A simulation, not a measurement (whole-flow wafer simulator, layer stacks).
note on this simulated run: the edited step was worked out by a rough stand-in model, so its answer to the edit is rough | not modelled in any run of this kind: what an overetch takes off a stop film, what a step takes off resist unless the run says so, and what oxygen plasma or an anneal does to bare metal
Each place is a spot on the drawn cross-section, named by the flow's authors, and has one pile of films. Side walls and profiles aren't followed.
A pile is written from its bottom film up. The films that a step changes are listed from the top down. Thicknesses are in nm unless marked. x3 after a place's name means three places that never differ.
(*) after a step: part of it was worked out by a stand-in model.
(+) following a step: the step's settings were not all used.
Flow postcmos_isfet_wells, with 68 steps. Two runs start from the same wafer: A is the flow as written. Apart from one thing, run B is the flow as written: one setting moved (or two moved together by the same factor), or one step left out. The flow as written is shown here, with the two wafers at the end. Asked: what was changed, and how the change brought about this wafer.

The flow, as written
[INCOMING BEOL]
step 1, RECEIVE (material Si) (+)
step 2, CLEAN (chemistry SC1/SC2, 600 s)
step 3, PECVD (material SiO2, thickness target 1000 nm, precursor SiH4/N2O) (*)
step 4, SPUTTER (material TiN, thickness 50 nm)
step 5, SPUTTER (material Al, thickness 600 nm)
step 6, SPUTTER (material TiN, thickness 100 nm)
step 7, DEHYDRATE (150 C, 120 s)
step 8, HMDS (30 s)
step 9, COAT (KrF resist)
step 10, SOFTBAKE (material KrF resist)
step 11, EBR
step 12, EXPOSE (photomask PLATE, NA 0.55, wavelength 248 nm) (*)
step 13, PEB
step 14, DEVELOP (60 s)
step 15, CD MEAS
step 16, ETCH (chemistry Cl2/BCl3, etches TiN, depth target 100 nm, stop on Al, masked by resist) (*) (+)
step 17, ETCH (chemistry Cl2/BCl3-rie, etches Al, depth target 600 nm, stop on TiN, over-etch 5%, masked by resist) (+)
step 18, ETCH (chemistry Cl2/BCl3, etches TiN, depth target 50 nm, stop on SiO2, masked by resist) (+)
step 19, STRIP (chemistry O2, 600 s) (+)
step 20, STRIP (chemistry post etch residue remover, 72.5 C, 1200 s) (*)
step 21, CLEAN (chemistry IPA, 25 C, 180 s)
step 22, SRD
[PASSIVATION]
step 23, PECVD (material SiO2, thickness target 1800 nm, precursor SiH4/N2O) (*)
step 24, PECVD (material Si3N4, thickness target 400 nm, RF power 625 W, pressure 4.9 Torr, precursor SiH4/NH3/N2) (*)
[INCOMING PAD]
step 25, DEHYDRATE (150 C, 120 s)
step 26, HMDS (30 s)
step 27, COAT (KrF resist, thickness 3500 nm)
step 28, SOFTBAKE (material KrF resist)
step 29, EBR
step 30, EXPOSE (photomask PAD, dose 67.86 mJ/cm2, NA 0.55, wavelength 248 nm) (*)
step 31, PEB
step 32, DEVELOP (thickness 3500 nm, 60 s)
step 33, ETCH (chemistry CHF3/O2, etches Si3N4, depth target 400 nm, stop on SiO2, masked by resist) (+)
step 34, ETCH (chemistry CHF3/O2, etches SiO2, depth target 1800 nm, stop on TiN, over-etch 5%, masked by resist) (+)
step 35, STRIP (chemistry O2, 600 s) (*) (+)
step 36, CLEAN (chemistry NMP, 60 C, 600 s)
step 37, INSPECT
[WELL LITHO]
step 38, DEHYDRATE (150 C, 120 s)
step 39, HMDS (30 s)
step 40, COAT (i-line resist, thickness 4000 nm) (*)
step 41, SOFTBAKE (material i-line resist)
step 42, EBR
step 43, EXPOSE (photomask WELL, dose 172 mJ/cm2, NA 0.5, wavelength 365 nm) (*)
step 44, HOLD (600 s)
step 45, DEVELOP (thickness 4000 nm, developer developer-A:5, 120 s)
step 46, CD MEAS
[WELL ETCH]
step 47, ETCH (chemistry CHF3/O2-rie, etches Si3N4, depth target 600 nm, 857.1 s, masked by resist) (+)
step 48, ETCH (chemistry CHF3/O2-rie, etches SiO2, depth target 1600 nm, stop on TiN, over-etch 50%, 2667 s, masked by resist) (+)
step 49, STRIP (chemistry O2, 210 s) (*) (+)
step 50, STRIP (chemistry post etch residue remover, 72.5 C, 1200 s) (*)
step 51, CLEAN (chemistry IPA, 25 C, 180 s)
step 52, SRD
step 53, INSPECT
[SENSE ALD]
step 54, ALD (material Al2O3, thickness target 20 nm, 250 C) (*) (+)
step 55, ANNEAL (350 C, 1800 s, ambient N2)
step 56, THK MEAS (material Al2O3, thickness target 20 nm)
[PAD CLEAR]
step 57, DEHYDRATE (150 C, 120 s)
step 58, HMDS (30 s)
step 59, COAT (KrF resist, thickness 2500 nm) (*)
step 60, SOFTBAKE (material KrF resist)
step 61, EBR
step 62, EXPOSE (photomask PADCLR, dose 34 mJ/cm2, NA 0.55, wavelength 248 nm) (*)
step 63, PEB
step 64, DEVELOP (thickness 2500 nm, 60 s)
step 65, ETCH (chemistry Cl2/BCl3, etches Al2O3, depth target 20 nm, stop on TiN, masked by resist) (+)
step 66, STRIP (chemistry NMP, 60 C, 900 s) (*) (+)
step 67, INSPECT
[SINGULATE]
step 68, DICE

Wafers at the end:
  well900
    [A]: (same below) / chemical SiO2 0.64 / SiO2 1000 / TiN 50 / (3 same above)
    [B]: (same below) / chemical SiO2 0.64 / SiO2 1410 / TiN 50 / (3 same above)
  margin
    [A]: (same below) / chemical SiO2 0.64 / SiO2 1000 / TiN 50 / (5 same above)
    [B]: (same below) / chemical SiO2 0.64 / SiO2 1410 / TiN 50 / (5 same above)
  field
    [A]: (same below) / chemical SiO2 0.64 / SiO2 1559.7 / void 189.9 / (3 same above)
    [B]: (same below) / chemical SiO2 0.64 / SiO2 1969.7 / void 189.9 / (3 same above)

Cause: step 3, PECVD: thickness target 1410 nm was run, though the flow has thickness target 1000 nm.
One can read it off the wafer: well900 has SiO2 1410, and step 3 as written asks for 1000 nm.

Step by step, how the change led to this:
  step 3, PECVD (material SiO2, thickness target 1000 nm, precursor SiH4/N2O) (*)
      field, margin, well900, well1300 x3, pad_rim, pad_clr, pad_open: A SiO2 gains 1000 (new film) | B SiO2 gains 1410 (new film)
